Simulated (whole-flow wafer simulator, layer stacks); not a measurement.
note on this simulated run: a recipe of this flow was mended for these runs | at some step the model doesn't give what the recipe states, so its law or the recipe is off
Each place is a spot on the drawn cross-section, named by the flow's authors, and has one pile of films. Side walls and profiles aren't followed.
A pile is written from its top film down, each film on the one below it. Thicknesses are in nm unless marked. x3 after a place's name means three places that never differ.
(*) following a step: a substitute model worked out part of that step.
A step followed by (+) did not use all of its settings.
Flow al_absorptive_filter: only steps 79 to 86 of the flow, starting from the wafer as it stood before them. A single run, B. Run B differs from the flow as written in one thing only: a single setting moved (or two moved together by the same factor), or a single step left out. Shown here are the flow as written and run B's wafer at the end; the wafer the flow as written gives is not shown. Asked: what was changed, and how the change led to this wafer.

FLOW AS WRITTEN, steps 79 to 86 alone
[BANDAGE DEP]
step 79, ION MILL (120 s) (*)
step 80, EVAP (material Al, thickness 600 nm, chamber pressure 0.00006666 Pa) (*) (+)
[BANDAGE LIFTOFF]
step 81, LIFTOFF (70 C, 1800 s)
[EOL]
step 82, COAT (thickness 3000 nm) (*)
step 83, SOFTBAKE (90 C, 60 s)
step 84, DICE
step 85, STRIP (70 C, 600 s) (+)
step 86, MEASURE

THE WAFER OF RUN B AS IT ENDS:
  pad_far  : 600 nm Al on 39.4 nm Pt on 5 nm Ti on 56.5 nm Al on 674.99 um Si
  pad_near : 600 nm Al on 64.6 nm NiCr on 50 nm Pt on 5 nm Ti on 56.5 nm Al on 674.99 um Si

Cause: step 79, ION MILL: 87 s was run, whereas the flow has 120 s.

How this came from the change, step by step:
  step 79, ION MILL (120 s) (*)
      gnd, ledge, res and 9 more: -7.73 i-line-resist (it would be, as written: -10.7 i-line-resist)
      pad_far: -10.6 Pt (it would be, as written: -14.7 Pt)
      (and at 1 other place as well)
